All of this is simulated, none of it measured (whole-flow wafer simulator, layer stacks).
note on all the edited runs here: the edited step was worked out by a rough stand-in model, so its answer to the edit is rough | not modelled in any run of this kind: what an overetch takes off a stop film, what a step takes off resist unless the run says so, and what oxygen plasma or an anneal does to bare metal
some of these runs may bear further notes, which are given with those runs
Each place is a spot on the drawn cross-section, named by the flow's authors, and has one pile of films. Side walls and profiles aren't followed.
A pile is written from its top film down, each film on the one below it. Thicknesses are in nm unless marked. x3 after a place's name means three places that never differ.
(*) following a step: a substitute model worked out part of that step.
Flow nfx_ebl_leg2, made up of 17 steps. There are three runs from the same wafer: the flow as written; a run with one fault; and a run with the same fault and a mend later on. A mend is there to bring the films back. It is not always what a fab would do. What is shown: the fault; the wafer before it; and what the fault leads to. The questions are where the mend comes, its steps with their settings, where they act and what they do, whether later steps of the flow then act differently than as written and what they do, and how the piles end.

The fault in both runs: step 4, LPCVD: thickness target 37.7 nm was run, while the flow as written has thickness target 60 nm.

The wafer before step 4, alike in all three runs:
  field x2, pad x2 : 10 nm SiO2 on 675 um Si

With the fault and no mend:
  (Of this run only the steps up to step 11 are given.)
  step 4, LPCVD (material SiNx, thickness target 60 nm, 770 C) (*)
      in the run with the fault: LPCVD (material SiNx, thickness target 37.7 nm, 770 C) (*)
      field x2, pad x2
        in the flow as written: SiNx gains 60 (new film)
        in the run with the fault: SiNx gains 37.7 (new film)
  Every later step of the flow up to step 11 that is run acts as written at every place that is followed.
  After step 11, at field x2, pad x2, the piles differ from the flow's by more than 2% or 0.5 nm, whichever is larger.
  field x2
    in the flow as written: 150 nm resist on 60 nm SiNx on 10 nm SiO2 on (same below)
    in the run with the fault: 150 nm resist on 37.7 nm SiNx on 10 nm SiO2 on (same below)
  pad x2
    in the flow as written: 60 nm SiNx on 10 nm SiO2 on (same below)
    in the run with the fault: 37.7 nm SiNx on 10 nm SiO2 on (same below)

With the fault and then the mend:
  The mend follows step 5.
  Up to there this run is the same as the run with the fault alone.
  step 5a, LPCVD (material SiNx, thickness target 22.3 nm, 770 C) (*) (the flow's step 4, run once more with other settings)
      field x2, pad x2
        SiNx gains 22.3
  Every later step of the flow that is run acts as written at every place that is followed.
  At every place that both follow, the piles at the end match the flow's.
